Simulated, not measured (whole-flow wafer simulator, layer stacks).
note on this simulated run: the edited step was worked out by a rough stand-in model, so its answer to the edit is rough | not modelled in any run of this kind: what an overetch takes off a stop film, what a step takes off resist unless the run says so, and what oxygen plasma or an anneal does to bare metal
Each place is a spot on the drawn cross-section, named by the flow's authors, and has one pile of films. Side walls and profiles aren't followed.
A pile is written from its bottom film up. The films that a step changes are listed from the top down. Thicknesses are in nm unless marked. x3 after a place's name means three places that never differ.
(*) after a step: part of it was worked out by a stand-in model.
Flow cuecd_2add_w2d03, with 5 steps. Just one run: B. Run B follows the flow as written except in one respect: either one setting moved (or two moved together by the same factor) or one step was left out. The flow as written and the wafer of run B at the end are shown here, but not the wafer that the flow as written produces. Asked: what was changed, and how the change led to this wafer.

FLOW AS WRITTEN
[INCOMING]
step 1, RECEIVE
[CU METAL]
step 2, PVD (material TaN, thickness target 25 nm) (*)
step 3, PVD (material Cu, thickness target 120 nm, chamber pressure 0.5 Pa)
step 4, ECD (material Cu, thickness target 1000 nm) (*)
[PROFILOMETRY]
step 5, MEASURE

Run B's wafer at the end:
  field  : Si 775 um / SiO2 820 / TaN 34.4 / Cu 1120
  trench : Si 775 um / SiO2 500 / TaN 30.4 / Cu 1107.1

The reason: step 2, PVD: thickness target 34.4 nm was run, though the flow has thickness target 25 nm.
The wafer itself shows it: field has TaN 34.4, and step 2 as written asks for 25 nm.

The path from the change to this, step by step:
  step 2, PVD (material TaN, thickness target 25 nm) (*)
      field: +34.4 TaN (new film) (it would be, as written: +25 TaN (new film))
      trench: +30.4 TaN (new film) (it would be, as written: +22.1 TaN (new film))
